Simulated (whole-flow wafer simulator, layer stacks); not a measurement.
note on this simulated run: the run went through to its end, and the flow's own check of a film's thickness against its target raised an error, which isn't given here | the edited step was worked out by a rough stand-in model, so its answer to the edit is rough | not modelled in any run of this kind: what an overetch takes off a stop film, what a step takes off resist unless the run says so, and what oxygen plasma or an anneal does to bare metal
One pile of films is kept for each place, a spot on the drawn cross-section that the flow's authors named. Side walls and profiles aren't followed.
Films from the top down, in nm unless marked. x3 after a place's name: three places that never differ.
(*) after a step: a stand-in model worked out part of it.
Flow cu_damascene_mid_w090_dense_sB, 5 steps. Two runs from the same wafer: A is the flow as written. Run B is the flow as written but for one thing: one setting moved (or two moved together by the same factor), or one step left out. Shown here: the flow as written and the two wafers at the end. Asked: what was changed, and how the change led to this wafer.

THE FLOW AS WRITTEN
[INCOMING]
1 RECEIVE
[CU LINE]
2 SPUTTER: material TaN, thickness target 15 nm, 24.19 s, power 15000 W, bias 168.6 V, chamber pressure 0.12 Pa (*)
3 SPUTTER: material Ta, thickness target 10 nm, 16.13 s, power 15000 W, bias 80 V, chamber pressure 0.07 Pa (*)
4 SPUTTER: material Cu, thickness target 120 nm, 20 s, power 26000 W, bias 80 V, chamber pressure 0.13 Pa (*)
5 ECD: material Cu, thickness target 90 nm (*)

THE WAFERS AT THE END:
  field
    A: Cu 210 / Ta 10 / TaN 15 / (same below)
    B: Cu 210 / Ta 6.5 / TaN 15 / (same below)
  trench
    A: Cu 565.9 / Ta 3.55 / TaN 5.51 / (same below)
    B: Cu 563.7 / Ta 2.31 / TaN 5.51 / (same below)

The cause: step 3, SPUTTER: thickness target 6.5 nm was run, where the flow has thickness target 10 nm; step 3, SPUTTER: 10.48 s was run, where the flow has 16.13 s.
It can be read off the wafer: field has Ta 6.5, and step 3 as written asks for 10 nm.

How the change led to this, step by step:
  3 SPUTTER: material Ta, thickness target 10 nm, 16.13 s, power 15000 W, bias 80 V, chamber pressure 0.07 Pa (*)
      field: A Ta +10 (new film) | B Ta +6.5 (new film)
      trench: A Ta +3.55 (new film) | B Ta +2.31 (new film)
